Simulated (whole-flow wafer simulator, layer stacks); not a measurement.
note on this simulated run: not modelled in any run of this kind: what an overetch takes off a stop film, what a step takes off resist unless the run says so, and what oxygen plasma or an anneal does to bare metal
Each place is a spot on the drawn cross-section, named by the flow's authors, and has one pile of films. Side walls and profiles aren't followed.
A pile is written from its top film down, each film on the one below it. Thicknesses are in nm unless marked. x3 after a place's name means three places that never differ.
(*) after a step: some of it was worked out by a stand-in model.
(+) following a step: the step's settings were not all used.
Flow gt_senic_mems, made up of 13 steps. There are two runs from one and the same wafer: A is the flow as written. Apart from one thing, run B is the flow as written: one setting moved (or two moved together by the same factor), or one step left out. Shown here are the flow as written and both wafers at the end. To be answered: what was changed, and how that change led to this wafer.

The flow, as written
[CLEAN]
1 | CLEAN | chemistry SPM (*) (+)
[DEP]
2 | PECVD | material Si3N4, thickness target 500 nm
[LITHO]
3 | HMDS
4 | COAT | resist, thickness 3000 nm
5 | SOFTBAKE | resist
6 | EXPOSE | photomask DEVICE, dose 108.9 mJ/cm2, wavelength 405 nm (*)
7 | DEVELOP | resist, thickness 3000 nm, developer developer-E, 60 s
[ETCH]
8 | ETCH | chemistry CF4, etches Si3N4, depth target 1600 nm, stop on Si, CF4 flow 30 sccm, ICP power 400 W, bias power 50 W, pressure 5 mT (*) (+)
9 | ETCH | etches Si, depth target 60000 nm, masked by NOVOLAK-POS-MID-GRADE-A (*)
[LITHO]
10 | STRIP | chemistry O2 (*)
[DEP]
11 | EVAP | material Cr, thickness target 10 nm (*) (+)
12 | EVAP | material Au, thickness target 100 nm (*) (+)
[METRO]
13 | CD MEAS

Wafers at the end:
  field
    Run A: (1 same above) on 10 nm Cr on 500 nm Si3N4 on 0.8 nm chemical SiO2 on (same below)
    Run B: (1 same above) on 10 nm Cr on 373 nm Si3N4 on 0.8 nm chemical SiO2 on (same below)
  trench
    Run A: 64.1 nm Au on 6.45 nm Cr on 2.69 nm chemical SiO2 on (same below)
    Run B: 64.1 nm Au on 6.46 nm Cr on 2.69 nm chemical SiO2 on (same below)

Cause: step 2, PECVD: thickness target 373 nm was run, while the flow as written has thickness target 500 nm.
The wafer itself shows it: field has Si3N4 373, and step 2 as written asks for 500 nm.

How this came from the change, step by step:
  2 | PECVD | material Si3N4, thickness target 500 nm
      field, trench: A Si3N4 gains 500 (new film) | B Si3N4 gains 373 (new film)
  8 | ETCH | chemistry CF4, etches Si3N4, depth target 1600 nm, stop on Si, CF4 flow 30 sccm, ICP power 400 W, bias power 50 W, pressure 5 mT (*) (+)
      field: A resist loses 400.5 | B resist loses 315.9
      trench: A Si3N4 loses 500 (all of it), chemical SiO2 loses 0.8 (all of it) | B Si3N4 loses 373 (all of it), chemical SiO2 loses 0.8 (all of it)
  10 | STRIP | chemistry O2 (*)
      field: A resist loses 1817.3 (all of it) | B resist loses 1902 (all of it)
